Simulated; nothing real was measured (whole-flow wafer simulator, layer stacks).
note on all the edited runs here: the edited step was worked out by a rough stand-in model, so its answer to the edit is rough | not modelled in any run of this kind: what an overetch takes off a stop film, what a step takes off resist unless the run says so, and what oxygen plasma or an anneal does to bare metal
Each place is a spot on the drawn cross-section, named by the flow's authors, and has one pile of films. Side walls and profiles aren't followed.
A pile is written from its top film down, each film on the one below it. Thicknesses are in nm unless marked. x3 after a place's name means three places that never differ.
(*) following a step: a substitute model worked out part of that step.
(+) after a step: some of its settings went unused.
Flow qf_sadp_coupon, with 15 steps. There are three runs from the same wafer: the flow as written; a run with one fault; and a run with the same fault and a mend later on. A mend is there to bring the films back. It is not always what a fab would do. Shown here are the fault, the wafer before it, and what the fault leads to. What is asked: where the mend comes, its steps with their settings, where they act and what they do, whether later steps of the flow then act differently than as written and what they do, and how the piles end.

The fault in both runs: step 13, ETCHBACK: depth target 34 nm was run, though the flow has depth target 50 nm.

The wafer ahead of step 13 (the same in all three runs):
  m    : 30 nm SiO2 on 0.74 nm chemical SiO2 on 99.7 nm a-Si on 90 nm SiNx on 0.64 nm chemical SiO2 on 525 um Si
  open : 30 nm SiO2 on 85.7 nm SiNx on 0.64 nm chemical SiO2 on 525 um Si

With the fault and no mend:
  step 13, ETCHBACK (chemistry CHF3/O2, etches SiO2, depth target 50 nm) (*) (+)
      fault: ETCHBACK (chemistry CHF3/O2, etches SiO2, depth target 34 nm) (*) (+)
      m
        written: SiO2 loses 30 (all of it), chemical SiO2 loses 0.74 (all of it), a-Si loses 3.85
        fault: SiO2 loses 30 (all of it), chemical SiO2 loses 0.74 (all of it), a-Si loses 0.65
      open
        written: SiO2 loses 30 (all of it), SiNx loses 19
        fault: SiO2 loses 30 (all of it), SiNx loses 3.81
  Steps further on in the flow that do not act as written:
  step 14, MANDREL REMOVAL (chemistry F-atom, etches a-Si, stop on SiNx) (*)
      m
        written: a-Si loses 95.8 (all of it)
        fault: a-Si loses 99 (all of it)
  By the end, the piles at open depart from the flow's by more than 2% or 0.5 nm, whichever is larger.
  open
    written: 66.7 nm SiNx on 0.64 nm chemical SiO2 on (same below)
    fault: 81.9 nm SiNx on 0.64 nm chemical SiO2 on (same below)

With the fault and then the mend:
  After step 13 comes the mend.
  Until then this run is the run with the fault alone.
  step 13a, ETCHBACK (chemistry CHF3/O2, etches SiO2, depth target 16 nm) (*) (+) (a further turn of the flow's step 13, with different settings)
      m
        a-Si loses 3.2
      open
        SiNx loses 15.2
  None of the later steps of the flow acts differently than as written at any place that is followed.
  By the end, the piles equal the flow's at every place that both follow.
